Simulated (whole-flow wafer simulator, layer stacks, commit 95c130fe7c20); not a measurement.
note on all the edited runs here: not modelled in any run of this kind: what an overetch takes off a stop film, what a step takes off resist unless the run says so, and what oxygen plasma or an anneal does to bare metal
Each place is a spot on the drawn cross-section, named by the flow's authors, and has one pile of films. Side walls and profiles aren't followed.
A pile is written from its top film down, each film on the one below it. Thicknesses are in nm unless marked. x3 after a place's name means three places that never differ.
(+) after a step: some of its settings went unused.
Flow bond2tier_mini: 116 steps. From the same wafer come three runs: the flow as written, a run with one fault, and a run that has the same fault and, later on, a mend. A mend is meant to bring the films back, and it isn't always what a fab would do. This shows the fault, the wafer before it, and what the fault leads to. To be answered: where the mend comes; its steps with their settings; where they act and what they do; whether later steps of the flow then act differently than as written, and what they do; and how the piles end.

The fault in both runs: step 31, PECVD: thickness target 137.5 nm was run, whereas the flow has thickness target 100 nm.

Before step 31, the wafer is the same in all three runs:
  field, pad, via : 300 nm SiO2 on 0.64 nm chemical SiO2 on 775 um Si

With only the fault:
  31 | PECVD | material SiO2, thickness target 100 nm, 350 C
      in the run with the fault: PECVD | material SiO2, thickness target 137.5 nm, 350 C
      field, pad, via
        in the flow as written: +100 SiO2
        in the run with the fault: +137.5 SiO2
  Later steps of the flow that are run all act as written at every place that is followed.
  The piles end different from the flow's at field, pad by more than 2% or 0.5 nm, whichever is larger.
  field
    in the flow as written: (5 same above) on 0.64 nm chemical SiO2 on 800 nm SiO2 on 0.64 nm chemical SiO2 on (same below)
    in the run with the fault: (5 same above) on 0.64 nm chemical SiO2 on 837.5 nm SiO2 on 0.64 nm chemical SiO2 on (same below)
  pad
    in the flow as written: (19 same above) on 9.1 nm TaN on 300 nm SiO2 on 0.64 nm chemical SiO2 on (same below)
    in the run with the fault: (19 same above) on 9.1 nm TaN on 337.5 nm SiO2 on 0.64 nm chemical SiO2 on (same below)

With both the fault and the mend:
  The mend follows step 36.
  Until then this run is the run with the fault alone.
  36a | STRIP | chemistry O2, over-ash 100% (+)
      field
        -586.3 KrF resist (all of it)
  36b | ETCH | chemistry CHF3/CF4-rie, etches SiO2, depth target 37.5 nm
      field, pad, via
        -37.5 SiO2
  36c | COAT | KrF resist, thickness 600 nm (the flow's step 32 again)
      field, pad, via
        +600 KrF resist (new film)
  36d | SOFTBAKE | KrF resist (the flow's step 33 again)
      alters no film at any place that is followed
  36e | EXPOSE | photomask APAD, NA 0.6 (the flow's step 34 again)
      alters no film at any place that is followed
  36f | PEB | KrF resist (the flow's step 35 again)
      alters no film at any place that is followed
  36g | DEVELOP | developer TMAH-0.26N, 60 s (the flow's step 36 again)
      pad, via
        -600 KrF resist (all of it)
      field
        -13.7 KrF resist
  Later steps of the flow that are run all act as written at every place that is followed.
  By the end, the piles equal the flow's at every place that both follow.
